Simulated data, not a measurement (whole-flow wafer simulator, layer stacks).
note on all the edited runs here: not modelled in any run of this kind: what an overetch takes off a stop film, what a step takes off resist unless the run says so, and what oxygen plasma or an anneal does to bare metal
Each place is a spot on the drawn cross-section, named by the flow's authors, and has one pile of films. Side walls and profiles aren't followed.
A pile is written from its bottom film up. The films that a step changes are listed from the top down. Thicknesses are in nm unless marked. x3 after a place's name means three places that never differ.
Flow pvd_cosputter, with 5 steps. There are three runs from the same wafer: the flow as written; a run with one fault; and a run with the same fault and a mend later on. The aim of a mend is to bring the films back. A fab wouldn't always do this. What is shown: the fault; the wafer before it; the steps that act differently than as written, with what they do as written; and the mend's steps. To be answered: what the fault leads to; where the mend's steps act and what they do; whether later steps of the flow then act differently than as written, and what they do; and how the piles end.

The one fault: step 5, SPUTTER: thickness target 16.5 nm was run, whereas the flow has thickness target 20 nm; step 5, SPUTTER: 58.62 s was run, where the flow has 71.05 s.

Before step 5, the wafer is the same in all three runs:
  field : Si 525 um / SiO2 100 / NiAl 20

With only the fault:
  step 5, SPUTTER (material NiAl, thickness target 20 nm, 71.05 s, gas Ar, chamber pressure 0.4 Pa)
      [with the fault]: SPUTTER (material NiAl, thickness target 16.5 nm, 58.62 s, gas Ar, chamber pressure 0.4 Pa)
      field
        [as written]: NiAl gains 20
        [with the fault]: NiAl gains 16.5
  None of the later steps of the flow acts differently than as written at any place that is followed.
  The piles end different from the flow's at field by more than 2% or 0.5 nm, whichever is larger.
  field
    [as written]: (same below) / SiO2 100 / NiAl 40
    [with the fault]: (same below) / SiO2 100 / NiAl 36.5

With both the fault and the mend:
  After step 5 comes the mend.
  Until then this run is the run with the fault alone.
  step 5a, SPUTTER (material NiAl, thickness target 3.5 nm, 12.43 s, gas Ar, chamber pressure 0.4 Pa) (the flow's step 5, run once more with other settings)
      field
        NiAl gains 3.5
  None of the later steps of the flow acts differently than as written at any place that is followed.
  The piles end the same as the flow's at every place that both follow.
